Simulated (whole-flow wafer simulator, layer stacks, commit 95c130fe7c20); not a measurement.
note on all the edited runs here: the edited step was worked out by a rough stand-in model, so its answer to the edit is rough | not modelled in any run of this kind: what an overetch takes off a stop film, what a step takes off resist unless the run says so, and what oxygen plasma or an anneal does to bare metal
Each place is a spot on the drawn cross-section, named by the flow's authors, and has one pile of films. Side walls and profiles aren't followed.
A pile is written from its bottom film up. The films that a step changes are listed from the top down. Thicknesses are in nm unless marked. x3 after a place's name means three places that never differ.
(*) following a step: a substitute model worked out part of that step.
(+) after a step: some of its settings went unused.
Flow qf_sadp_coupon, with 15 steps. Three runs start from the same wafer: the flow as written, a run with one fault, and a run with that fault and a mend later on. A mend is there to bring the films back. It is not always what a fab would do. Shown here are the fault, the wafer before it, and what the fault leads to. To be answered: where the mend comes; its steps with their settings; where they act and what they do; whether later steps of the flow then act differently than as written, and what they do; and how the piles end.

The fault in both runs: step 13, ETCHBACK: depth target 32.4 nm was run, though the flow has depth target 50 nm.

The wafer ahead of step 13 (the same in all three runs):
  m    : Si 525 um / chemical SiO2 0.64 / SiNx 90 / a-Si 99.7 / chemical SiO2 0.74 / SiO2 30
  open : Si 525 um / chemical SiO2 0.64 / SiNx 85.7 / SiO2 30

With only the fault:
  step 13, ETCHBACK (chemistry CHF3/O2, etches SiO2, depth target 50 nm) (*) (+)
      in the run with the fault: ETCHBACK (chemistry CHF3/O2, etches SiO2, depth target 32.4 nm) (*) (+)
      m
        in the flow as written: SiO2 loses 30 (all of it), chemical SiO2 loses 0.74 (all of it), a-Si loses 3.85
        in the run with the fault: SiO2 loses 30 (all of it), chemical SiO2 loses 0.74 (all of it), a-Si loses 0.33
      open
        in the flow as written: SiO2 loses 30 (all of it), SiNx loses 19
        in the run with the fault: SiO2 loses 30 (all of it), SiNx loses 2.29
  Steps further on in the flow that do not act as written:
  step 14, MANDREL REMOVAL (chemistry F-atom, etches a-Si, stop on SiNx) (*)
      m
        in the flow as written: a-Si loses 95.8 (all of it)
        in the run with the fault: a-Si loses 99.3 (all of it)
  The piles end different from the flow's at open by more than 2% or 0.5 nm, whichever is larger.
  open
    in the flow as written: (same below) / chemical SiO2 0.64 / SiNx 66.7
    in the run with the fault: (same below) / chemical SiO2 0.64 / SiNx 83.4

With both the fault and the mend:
  After step 13 comes the mend.
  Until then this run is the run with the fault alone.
  step 13a, ETCHBACK (chemistry CHF3/O2, etches SiO2, depth target 17.6 nm) (*) (+) (the flow's step 13 again, with other settings)
      m
        a-Si loses 3.52
      open
        SiNx loses 16.8
  Every later step of the flow that is run acts as written at every place that is followed.
  The piles end the same as the flow's at every place that both follow.
